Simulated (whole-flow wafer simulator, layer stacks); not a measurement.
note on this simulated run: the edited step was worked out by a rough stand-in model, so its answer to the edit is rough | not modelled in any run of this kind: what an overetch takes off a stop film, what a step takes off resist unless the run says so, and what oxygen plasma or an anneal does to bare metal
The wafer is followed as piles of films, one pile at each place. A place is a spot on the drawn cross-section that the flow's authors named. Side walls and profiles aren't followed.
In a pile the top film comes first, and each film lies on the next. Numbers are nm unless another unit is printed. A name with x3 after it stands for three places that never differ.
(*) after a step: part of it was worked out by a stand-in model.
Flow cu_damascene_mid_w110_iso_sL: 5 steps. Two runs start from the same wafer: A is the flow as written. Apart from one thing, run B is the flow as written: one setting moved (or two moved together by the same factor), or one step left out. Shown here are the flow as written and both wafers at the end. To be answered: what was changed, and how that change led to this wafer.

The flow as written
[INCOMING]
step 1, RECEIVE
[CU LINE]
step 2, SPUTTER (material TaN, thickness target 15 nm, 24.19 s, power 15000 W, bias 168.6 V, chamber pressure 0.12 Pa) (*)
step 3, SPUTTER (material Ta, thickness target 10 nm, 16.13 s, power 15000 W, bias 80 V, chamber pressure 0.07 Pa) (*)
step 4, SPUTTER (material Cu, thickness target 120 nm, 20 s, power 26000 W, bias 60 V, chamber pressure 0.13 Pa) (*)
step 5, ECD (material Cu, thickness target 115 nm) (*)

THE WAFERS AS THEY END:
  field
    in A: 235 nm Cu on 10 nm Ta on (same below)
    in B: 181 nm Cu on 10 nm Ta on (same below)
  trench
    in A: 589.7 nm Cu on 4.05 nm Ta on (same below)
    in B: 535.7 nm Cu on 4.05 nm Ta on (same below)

Cause: step 4, SPUTTER: thickness target 66 nm was run, though the flow has thickness target 120 nm; step 4, SPUTTER: 11 s was run, where the flow has 20 s.

How this came from the change, step by step:
  step 4, SPUTTER (material Cu, thickness target 120 nm, 20 s, power 26000 W, bias 60 V, chamber pressure 0.13 Pa) (*)
      field: A Cu gains 120 (new film) | B Cu gains 66 (new film)
      trench: A Cu gains 49.9 (new film) | B Cu gains 27.5 (new film)
  step 5, ECD (material Cu, thickness target 115 nm) (*)
      trench: A Cu gains 539.8 | B Cu gains 508.3
